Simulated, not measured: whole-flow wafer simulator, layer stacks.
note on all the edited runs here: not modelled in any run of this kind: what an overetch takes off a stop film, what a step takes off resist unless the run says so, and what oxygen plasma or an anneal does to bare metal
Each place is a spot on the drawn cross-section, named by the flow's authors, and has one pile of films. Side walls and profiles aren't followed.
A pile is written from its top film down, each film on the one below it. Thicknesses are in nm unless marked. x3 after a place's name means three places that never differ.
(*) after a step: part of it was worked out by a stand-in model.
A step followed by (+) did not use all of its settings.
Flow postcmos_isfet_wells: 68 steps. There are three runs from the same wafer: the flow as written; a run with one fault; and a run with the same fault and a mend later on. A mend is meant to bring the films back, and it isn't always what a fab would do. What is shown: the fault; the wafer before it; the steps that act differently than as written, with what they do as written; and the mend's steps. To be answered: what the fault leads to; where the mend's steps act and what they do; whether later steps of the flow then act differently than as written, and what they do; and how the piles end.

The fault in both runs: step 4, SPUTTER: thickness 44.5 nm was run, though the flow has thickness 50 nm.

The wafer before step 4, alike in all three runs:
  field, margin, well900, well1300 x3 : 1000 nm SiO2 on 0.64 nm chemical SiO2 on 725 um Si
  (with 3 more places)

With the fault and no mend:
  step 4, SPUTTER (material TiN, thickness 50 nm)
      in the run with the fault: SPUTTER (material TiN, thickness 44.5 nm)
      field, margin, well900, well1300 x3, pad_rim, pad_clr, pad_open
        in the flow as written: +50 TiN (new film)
        in the run with the fault: +44.5 TiN (new film)
  Steps further on in the flow that do not act as written:
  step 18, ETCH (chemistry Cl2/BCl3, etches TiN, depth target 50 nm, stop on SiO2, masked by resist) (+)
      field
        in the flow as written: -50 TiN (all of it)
        in the run with the fault: -44.5 TiN (all of it)
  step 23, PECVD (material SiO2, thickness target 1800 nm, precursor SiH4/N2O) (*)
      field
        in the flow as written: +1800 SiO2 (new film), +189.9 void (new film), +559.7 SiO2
        in the run with the fault: +1800 SiO2 (new film), +185.7 void (new film), +558.3 SiO2
  The piles end different from the flow's at field, margin, well900, well1300 x3, pad_rim, pad_clr, pad_open by more than 2% or 0.5 nm, whichever is larger.
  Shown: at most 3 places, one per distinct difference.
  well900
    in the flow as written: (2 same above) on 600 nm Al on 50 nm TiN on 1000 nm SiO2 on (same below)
    in the run with the fault: (2 same above) on 600 nm Al on 44.5 nm TiN on 1000 nm SiO2 on (same below)
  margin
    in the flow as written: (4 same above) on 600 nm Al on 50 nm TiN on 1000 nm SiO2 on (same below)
    in the run with the fault: (4 same above) on 600 nm Al on 44.5 nm TiN on 1000 nm SiO2 on (same below)
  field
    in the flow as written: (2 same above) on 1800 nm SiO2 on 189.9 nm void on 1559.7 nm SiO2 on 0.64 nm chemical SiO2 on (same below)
    in the run with the fault: (2 same above) on 1800 nm SiO2 on 185.7 nm void on 1558.3 nm SiO2 on 0.64 nm chemical SiO2 on (same below)

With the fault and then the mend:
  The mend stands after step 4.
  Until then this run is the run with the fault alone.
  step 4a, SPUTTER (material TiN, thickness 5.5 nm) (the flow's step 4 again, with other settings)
      field, margin, well900, well1300 x3, pad_rim, pad_clr, pad_open
        +5.5 TiN
  Later steps of the flow that are run all act as written at every place that is followed.
  The piles end the same as the flow's at every place that both follow.
